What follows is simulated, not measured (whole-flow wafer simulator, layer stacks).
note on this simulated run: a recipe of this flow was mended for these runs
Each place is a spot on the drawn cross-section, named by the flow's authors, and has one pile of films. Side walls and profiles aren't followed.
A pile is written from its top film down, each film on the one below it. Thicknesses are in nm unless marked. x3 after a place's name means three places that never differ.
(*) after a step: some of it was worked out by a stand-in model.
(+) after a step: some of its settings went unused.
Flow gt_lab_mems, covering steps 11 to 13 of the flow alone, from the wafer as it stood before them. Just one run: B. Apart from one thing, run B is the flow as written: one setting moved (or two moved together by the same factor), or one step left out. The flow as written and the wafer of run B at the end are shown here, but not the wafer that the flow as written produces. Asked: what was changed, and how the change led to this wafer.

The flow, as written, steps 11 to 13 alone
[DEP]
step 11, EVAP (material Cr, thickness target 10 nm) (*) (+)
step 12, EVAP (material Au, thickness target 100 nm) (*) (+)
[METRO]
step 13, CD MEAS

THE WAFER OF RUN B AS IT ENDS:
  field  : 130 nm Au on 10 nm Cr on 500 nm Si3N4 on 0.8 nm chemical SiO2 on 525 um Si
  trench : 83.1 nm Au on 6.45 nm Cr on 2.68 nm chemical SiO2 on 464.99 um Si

The reason: step 12, EVAP: thickness target 130 nm was run, though the flow has thickness target 100 nm.
One can read it off the wafer: field has Au 130, and step 12 as written asks for 100 nm.

The path from the change to this, step by step:
  step 12, EVAP (material Au, thickness target 100 nm) (*) (+)
      field: +130 Au (new film) (as written it would have been: +100 Au (new film))
      trench: +83.1 Au (new film) (as written it would have been: +64.1 Au (new film))
